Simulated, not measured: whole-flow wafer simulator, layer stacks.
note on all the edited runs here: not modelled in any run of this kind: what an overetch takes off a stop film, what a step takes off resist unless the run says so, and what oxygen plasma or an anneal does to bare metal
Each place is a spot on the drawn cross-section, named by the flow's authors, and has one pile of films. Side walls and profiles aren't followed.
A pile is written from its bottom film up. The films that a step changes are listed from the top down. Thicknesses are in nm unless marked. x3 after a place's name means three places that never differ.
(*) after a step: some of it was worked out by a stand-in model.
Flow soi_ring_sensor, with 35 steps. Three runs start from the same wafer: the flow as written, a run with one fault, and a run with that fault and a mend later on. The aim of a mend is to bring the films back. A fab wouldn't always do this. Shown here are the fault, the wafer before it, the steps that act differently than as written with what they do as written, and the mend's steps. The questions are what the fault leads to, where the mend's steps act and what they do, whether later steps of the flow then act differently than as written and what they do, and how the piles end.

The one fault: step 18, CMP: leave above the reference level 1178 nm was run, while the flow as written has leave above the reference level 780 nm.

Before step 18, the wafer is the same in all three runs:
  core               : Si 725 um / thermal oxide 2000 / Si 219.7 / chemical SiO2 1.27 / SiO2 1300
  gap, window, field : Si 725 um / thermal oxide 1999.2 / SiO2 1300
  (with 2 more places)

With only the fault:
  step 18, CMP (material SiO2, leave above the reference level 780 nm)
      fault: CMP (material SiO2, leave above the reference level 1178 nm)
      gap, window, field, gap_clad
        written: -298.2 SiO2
        fault: nothing
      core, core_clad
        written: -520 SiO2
        fault: -122 SiO2
  Steps further on in the flow that do not act as written (not shown: 1 more step that differs only slightly, by at most 2% or 0.5 nm, whichever is larger):
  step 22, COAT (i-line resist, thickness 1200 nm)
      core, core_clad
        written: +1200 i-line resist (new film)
        fault: +1113 i-line resist (new film)
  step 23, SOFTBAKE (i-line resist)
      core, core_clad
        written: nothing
        fault: -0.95 i-line resist
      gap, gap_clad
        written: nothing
        fault: -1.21 i-line resist
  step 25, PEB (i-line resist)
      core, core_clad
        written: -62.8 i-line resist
        fault: -58 i-line resist
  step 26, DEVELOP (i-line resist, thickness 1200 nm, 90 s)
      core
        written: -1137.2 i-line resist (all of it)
        fault: -1054 i-line resist (all of it)
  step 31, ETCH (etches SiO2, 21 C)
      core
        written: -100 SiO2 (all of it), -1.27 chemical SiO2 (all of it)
        fault: -462 SiO2
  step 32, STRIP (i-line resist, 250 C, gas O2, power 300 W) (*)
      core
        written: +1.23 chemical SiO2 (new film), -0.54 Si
        fault: nothing
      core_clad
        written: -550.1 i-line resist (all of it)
        fault: -467.1 i-line resist (all of it)
  The piles end different from the flow's at core, field, core_clad by more than 2% or 0.5 nm, whichever is larger.
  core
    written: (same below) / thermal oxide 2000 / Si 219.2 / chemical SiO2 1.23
    fault: (same below) / thermal oxide 2000 / Si 219.7 / chemical SiO2 1.27 / SiO2 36
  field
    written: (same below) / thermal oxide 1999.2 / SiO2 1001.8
    fault: (same below) / thermal oxide 1999.2 / SiO2 1300
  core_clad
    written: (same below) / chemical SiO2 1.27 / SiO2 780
    fault: (same below) / chemical SiO2 1.27 / SiO2 1178

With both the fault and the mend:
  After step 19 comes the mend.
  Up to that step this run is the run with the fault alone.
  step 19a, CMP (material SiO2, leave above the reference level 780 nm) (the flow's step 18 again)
      gap, window, field, gap_clad
        -298.2 SiO2
      core, core_clad
        -398 SiO2
  Every later step of the flow that is run acts as written at every place that is followed.
  The piles end the same as the flow's at every place that both follow.
